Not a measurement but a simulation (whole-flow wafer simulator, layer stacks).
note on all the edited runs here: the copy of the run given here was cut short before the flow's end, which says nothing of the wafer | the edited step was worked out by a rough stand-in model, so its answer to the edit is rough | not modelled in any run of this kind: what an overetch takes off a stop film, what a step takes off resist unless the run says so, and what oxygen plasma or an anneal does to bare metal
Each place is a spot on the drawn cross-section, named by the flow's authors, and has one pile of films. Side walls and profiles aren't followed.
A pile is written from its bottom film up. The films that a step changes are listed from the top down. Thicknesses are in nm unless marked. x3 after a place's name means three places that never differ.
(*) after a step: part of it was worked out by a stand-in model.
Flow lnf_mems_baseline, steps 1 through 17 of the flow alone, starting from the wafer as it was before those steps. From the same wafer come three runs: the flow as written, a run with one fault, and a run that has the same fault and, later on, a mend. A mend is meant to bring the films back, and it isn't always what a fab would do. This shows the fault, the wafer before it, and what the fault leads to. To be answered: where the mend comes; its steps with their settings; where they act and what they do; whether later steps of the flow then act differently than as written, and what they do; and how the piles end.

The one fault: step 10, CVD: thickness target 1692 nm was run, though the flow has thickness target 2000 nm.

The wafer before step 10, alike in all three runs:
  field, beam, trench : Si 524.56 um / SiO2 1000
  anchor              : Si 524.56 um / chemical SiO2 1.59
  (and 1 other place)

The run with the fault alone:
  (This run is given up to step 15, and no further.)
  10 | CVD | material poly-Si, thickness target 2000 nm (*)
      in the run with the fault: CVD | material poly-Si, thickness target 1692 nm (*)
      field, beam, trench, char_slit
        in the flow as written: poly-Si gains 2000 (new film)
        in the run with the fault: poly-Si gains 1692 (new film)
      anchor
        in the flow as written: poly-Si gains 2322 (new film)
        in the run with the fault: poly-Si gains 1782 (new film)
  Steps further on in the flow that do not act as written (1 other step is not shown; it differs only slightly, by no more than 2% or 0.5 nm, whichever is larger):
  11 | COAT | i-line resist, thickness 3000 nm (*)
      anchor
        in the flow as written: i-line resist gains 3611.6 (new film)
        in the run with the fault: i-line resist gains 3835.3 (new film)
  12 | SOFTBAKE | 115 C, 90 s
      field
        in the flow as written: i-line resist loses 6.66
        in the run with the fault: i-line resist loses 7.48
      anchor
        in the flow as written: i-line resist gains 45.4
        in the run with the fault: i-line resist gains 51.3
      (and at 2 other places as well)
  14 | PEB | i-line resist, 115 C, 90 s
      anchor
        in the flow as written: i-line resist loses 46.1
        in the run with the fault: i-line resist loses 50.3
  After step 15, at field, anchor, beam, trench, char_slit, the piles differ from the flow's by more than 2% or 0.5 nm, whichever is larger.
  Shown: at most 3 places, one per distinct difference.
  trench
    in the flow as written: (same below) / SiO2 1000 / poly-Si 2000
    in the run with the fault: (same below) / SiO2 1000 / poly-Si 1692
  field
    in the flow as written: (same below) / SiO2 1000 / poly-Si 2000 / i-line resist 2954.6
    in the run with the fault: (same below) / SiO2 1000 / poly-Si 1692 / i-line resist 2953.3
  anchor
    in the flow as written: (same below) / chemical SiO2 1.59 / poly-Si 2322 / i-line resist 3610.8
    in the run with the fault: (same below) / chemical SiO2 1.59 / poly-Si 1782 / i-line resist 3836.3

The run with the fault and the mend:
  The mend follows step 10.
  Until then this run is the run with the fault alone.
  10a | ETCH | chemistry tmah, depth target 2206 nm
      field, beam, trench, char_slit
        poly-Si loses 1692 (all of it)
      anchor
        poly-Si loses 1782 (all of it)
  10b | CLEAN | chemistry SC1/SC2 (the flow's step 1 again)
      alters no film at any place that is followed
  10c | CVD | material poly-Si, thickness target 2000 nm (*) (the flow's step 10 again)
      field, beam, trench, char_slit
        poly-Si gains 2000 (new film)
      anchor
        poly-Si gains 2322 (new film)
  None of the later steps of the flow acts differently than as written at any place that is followed.
  By the end, the piles equal the flow's at every place that both follow.
